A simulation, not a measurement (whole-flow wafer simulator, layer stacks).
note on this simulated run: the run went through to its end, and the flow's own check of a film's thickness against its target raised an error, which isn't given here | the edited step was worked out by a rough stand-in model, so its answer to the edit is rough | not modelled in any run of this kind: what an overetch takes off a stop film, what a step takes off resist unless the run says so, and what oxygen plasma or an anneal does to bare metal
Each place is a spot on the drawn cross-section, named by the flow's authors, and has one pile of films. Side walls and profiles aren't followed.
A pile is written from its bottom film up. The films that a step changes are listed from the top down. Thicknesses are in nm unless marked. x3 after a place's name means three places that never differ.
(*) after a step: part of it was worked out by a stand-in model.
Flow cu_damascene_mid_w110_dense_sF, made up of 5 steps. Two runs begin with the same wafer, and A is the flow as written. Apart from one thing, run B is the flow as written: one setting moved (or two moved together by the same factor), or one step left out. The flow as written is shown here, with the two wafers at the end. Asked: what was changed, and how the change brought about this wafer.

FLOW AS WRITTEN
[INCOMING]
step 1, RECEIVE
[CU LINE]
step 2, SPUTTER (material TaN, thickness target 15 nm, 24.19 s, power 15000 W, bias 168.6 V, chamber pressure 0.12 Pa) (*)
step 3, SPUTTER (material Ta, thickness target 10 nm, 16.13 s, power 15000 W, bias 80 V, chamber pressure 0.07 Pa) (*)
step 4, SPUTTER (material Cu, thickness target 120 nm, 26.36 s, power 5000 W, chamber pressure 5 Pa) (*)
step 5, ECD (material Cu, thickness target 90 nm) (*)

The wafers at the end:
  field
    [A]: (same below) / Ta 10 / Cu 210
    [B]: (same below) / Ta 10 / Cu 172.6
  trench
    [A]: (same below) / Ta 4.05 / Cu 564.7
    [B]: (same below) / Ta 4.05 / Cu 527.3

Cause: step 4, SPUTTER: 18.45 s was run, while the flow as written has 26.36 s.

The path from the change to this, step by step:
  step 4, SPUTTER (material Cu, thickness target 120 nm, 26.36 s, power 5000 W, chamber pressure 5 Pa) (*)
      field: A Cu gains 120 (new film) | B Cu gains 82.6 (new film)
      trench: A Cu gains 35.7 (new film) | B Cu gains 24.6 (new film)
  step 5, ECD (material Cu, thickness target 90 nm) (*)
      trench: A Cu gains 529 | B Cu gains 502.7
